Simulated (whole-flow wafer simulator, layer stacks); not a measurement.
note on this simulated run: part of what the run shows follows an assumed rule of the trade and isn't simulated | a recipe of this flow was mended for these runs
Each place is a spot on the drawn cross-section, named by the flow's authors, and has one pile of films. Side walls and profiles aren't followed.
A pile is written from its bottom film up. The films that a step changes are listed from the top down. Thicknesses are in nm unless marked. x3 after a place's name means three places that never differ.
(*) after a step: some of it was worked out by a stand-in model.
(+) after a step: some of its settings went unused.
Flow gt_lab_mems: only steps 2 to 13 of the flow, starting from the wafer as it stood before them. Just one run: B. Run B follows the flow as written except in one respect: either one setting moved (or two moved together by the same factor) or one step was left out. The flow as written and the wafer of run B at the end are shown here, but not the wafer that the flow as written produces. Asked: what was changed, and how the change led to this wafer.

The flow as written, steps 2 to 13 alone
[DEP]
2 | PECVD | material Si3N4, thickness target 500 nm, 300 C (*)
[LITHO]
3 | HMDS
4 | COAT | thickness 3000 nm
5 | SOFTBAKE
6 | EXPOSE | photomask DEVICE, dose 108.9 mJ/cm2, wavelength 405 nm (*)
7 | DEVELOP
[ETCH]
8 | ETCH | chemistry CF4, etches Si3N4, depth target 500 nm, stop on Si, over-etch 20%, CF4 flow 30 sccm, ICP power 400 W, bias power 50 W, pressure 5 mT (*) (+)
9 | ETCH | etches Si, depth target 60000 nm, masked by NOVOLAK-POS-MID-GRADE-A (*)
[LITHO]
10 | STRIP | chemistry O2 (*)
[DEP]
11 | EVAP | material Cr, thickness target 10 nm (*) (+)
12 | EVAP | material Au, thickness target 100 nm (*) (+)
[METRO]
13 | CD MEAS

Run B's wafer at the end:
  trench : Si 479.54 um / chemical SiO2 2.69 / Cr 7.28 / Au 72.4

What caused this: step 8, ETCH: depth target 175 nm was run, while the flow as written has depth target 500 nm.

Step by step, how the change led to this:
  8 | ETCH | chemistry CF4, etches Si3N4, depth target 500 nm, stop on Si, over-etch 20%, CF4 flow 30 sccm, ICP power 400 W, bias power 50 W, pressure 5 mT (*) (+)
      trench: Si3N4 loses 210 (as written it would have been: Si3N4 loses 500 (all of it), chemical SiO2 loses 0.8 (all of it), Si loses 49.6)
      field: g/i-line-resist loses 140 (as written it would have been: g/i-line-resist loses 400)
  9 | ETCH | etches Si, depth target 60000 nm, masked by NOVOLAK-POS-MID-GRADE-A (*)
      trench: Si3N4 loses 290 (all of it), chemical SiO2 loses 0.8 (all of it), Si loses 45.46 um (as written it would have been: Si loses 59.96 um)
  10 | STRIP | chemistry O2 (*)
      field: g/i-line-resist loses 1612 (all of it) (as written it would have been: g/i-line-resist loses 1352 (all of it))
  11 | EVAP | material Cr, thickness target 10 nm (*) (+)
      trench: Cr gains 7.28 (new film) (as written it would have been: Cr gains 6.45 (new film))
  12 | EVAP | material Au, thickness target 100 nm (*) (+)
      trench: Au gains 72.4 (new film) (as written it would have been: Au gains 64.1 (new film))
